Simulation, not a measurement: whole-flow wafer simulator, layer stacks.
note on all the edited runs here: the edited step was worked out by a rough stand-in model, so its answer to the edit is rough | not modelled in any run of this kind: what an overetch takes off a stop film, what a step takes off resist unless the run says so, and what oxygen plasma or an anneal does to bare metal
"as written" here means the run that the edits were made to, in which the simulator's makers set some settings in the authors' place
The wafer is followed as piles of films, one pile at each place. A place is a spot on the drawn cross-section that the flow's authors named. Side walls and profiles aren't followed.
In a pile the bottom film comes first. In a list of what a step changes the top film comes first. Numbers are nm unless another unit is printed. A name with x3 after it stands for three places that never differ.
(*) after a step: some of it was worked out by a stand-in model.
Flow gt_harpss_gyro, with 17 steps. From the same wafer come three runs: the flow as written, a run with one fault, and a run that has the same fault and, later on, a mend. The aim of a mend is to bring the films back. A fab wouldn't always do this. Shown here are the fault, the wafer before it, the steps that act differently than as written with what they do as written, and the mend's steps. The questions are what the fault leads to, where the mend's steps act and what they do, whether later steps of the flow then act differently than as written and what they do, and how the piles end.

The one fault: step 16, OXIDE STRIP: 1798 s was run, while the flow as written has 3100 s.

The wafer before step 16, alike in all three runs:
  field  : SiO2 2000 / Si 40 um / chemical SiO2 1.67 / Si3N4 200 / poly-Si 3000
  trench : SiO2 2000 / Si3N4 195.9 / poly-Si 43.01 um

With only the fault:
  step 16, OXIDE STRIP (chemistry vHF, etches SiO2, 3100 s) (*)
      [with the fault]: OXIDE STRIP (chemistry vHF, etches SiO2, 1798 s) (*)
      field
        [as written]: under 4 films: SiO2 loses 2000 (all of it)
        [with the fault]: under 4 films: SiO2 loses 1394.4
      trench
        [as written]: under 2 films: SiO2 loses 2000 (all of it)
        [with the fault]: under 2 films: SiO2 loses 1394.4
  Every later step of the flow that is run acts as written at every place that is followed.
  At field, trench, the piles at the end differ from the flow's by more than 2% or 0.5 nm, whichever is larger.
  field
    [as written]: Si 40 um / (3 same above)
    [with the fault]: SiO2 605.6 / Si 40 um / (3 same above)
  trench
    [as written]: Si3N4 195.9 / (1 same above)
    [with the fault]: SiO2 605.6 / Si3N4 195.9 / (1 same above)

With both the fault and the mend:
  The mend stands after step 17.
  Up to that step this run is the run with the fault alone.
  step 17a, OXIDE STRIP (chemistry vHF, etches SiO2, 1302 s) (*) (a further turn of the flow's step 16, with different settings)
      field
        under 4 films: SiO2 loses 605.6 (all of it)
      trench
        under 2 films: SiO2 loses 605.6 (all of it)
  Every later step of the flow that is run acts as written at every place that is followed.
  At every place that both follow, the piles at the end match the flow's.
